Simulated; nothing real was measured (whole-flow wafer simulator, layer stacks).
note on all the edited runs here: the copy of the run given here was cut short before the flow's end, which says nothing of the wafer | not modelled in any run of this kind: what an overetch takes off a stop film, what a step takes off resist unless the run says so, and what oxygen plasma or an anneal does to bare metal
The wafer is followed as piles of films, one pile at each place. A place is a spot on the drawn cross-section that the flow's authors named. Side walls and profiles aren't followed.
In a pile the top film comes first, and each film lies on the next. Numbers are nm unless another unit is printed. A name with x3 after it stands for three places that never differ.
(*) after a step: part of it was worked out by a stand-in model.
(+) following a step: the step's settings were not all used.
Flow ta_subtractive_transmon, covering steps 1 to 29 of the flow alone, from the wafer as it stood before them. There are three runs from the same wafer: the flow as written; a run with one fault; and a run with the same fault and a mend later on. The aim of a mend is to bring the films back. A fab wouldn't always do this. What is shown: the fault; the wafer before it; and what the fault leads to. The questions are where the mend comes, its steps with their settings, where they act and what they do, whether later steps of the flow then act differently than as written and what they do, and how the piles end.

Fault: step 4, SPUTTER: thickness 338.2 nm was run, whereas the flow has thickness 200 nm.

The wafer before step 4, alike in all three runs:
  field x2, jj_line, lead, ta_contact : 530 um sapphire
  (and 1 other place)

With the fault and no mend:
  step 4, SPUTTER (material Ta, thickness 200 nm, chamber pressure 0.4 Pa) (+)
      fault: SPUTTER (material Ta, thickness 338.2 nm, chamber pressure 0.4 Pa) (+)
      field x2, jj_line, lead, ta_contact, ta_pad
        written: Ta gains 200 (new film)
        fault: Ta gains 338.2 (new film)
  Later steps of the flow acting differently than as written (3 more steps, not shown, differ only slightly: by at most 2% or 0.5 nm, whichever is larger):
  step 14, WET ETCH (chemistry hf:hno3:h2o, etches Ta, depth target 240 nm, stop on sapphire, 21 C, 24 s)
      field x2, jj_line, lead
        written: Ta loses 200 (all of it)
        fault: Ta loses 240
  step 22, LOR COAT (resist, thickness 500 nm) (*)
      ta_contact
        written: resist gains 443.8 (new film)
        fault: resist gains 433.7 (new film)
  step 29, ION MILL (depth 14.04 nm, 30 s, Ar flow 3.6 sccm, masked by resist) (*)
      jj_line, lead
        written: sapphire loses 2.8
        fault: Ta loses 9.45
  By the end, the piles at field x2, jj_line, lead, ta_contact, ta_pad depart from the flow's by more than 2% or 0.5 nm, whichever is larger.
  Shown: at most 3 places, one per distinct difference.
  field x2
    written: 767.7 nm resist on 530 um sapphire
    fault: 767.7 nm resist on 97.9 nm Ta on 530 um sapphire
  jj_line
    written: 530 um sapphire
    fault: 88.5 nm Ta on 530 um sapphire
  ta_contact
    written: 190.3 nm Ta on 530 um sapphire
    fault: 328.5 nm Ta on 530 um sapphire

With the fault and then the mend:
  The mend stands after step 5.
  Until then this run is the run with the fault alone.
  step 5a, WET ETCH (chemistry hf:hno3:h2o, etches Ta, depth target 389 nm, stop on sapphire, 21 C, 38.9 s)
      field x2, jj_line, lead, ta_contact, ta_pad
        Ta loses 338.2 (all of it)
  step 5b, SPUTTER (material Ta, thickness 200 nm, chamber pressure 0.4 Pa) (+) (the flow's step 4, run once more)
      field x2, jj_line, lead, ta_contact, ta_pad
        Ta gains 200 (new film)
  None of the later steps of the flow acts differently than as written at any place that is followed.
  The piles end the same as the flow's at every place that both follow.
